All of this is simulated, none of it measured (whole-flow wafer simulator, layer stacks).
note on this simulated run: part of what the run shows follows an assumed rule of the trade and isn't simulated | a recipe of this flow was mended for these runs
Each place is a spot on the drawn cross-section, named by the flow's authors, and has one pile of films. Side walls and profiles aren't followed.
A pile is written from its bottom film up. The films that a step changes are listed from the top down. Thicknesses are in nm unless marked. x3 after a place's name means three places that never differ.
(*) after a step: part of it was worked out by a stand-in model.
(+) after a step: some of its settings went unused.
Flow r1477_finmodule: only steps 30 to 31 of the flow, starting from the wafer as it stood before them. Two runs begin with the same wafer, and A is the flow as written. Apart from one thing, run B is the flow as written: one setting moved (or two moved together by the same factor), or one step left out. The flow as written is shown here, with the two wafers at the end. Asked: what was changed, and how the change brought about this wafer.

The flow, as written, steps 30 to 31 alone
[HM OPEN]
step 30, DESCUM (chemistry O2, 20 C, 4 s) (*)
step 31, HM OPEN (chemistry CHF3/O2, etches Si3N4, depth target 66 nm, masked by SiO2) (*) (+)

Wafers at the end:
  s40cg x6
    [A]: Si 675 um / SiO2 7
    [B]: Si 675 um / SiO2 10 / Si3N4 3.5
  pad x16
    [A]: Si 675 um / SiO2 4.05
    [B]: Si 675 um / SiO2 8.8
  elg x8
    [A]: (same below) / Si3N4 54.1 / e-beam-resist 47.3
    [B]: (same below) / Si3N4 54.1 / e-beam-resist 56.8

What caused this: step 31, HM OPEN: depth target 56.5 nm was run, whereas the flow has depth target 66 nm.

Step by step, how the change led to this:
  step 31, HM OPEN (chemistry CHF3/O2, etches Si3N4, depth target 66 nm, masked by SiO2) (*) (+)
      s40cg x6: A -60 Si3N4 (all of it), -3 SiO2 | B -56.5 Si3N4
      pad x16: A -54.1 Si3N4 (all of it), -5.95 SiO2 | B -54.1 Si3N4 (all of it), -1.2 SiO2
      (and at 14 other places as well)
